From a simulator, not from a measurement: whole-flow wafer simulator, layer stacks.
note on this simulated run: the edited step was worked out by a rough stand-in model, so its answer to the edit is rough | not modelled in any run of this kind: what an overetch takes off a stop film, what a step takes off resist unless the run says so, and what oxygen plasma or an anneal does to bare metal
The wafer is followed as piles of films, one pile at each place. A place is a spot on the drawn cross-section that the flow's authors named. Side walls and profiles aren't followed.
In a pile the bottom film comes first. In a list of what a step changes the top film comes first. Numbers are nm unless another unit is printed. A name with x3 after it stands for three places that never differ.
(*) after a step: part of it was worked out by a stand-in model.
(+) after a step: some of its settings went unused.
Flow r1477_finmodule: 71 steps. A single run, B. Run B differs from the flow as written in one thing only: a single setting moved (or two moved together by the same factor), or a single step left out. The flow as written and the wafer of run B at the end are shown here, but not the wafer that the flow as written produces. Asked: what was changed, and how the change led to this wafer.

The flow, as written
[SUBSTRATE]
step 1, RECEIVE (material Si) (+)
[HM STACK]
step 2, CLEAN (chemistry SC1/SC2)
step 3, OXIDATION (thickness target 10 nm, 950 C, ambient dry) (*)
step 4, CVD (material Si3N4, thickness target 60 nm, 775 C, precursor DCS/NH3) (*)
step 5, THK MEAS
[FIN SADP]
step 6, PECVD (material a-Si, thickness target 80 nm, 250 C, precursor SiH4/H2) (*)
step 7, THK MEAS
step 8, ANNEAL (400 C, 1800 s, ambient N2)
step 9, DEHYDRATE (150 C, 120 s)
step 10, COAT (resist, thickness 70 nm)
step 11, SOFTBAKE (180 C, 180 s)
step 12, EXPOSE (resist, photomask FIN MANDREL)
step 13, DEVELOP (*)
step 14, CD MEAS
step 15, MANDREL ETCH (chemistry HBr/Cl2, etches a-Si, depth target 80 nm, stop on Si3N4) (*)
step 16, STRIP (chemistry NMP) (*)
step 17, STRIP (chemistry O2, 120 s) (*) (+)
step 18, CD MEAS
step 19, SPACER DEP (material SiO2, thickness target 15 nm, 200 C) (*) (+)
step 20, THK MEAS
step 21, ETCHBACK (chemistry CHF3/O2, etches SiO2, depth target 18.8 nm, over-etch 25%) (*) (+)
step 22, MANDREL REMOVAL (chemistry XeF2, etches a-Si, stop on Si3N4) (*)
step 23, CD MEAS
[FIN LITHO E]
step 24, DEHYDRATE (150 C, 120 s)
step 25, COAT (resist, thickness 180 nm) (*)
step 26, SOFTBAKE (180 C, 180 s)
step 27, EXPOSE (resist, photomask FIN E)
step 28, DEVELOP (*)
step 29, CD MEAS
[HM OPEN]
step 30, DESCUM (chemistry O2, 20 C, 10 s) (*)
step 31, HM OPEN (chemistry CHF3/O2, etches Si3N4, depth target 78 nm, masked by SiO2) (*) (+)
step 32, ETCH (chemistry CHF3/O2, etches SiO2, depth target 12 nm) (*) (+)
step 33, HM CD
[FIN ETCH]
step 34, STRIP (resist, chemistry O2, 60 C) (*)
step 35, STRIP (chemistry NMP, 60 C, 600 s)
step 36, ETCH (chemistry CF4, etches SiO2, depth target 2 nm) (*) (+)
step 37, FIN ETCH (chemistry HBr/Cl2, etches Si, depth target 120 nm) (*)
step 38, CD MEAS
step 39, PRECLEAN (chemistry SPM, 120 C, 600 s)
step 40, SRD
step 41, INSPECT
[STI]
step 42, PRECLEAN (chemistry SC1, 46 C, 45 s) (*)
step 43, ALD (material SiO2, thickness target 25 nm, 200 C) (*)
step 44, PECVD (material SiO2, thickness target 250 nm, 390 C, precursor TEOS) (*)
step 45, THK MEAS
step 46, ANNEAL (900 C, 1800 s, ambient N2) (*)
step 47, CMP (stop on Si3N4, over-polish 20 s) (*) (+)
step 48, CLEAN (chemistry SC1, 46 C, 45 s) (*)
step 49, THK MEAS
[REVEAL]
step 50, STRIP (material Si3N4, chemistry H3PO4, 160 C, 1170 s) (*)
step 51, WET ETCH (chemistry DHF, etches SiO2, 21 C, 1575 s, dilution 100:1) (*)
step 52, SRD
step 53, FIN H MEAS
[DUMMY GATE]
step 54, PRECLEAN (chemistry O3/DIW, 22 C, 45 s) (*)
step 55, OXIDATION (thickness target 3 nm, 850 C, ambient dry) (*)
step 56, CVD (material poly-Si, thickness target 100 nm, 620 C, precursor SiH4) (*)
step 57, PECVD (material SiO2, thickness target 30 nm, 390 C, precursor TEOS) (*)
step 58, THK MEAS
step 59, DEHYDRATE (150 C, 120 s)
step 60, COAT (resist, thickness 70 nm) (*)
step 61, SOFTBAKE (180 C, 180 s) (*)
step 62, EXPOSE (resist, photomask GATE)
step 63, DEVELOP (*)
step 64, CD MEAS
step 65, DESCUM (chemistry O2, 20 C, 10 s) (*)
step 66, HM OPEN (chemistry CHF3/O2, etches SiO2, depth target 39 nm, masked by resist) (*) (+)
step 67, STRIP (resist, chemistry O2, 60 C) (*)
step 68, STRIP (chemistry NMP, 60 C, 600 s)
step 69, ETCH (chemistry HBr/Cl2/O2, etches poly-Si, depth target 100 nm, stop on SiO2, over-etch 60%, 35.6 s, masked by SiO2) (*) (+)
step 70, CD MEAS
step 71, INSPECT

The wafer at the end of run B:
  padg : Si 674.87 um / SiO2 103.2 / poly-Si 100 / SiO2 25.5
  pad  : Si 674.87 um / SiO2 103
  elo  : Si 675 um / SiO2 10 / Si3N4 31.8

Cause: step 69, ETCH: depth target 85 nm was run, though the flow has depth target 100 nm.

The path from the change to this, step by step:
  step 69, ETCH (chemistry HBr/Cl2/O2, etches poly-Si, depth target 100 nm, stop on SiO2, over-etch 60%, 35.6 s, masked by SiO2) (*) (+)
      padg, elg, esg and 15 more: -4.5 SiO2 (as written it would have been: -5.3 SiO2)
